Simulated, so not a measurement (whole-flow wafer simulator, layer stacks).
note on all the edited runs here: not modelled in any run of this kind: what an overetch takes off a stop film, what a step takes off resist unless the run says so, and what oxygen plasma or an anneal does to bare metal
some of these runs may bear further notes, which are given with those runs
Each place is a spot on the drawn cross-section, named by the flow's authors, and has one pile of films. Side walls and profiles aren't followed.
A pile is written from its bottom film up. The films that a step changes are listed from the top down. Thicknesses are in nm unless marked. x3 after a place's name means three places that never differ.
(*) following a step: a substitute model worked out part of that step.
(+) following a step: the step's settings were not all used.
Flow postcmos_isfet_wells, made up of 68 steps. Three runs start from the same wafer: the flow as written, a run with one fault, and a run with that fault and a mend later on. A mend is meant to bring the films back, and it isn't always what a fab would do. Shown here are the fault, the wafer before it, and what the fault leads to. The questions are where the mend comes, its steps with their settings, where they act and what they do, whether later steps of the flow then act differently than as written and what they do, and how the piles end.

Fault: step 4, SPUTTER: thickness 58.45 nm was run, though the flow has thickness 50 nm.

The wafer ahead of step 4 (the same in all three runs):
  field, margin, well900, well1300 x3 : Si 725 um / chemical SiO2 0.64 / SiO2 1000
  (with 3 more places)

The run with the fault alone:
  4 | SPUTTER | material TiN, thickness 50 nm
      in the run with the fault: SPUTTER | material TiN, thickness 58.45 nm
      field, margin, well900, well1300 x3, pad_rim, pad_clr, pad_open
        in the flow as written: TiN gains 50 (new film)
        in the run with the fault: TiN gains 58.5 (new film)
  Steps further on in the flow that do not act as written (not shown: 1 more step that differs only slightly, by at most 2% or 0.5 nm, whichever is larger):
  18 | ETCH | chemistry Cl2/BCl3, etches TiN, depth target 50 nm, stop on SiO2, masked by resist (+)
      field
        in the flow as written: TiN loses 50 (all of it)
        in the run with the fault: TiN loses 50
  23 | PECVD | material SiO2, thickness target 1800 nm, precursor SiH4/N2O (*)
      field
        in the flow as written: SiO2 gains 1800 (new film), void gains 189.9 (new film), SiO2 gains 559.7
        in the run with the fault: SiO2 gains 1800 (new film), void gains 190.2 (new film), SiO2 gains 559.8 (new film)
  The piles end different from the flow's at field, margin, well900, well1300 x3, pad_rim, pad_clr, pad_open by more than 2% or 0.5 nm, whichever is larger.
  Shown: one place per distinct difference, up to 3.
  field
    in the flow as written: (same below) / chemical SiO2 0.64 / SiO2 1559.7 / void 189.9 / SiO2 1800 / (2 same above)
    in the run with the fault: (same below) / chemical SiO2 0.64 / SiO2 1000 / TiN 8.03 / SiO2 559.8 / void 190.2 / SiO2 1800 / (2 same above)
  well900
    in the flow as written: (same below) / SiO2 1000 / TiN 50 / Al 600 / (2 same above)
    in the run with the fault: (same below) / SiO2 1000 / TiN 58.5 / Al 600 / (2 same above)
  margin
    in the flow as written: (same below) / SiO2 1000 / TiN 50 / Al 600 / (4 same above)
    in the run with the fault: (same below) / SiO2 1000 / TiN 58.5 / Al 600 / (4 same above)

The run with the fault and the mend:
  The mend follows step 4.
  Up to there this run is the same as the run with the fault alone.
  4a | ETCH | chemistry peroxide tin strip, depth target 8.45 nm
      field, margin, well900, well1300 x3, pad_rim, pad_clr, pad_open
        TiN loses 8.45
  Later steps of the flow that are run all act as written at every place that is followed.
  By the end, the piles equal the flow's at every place that both follow.
